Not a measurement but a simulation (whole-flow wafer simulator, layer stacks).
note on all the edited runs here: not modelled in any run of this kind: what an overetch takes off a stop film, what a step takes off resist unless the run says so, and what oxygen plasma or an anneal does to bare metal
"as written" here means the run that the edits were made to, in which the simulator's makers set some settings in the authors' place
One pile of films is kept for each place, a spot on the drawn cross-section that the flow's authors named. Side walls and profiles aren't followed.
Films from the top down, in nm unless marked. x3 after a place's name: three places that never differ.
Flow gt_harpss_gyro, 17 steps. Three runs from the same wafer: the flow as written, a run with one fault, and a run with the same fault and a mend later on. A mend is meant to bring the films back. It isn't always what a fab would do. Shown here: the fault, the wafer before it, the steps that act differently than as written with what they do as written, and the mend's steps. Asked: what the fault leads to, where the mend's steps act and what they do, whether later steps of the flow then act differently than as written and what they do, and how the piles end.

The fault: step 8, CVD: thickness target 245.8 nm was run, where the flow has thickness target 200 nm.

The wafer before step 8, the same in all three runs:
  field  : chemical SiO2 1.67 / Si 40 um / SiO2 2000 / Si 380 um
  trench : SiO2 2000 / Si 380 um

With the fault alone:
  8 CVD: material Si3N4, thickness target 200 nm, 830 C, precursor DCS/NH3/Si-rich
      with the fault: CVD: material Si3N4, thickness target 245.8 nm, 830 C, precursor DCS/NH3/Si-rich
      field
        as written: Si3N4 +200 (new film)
        with the fault: Si3N4 +245.8 (new film)
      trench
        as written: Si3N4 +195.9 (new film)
        with the fault: Si3N4 +240.6 (new film)
  No later step of the flow acts differently than as written at any place that is followed.
  At the end the piles differ from the flow's by more than 2% or 0.5 nm, whichever is larger, at field, trench.
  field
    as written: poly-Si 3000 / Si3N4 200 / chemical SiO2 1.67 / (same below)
    with the fault: poly-Si 3000 / Si3N4 245.8 / chemical SiO2 1.67 / (same below)
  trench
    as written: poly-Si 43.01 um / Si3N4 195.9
    with the fault: poly-Si 43.01 um / Si3N4 240.6

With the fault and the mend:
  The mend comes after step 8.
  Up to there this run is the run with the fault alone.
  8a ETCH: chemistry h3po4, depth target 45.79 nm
      field, trench
        Si3N4 -45.8
  No later step of the flow acts differently than as written at any place that is followed.
  At the end the piles differ from the flow's only slightly at the places that both follow, by at most 2% or 0.5 nm, whichever is larger.
